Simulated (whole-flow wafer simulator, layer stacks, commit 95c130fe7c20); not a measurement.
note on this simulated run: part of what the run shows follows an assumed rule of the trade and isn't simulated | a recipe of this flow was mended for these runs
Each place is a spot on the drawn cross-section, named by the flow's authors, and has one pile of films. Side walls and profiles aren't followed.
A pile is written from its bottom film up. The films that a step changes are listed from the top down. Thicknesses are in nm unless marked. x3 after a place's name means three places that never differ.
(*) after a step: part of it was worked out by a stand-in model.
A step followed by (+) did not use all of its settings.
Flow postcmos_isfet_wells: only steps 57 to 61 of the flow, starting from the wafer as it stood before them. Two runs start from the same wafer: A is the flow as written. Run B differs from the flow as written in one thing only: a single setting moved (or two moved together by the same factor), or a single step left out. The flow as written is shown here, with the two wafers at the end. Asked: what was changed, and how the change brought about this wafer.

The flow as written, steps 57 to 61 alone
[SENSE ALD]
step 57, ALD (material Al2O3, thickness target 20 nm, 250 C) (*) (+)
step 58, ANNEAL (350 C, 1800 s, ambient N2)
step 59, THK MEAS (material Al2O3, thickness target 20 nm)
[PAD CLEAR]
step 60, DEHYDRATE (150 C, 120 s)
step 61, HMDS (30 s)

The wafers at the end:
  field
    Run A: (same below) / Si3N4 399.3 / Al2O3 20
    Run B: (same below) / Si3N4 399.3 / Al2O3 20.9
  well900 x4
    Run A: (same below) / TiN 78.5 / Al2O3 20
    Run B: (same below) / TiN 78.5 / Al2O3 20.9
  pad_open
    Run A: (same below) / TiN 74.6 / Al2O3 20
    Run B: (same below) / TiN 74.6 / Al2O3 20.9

Cause: step 57, ALD: 212.5 C was run, whereas the flow has 250 C.

Step by step, how the change led to this:
  step 57, ALD (material Al2O3, thickness target 20 nm, 250 C) (*) (+)
      field, margin x3, well900 x4, pad_open: A Al2O3 gains 20 (new film) | B Al2O3 gains 20.9 (new film)
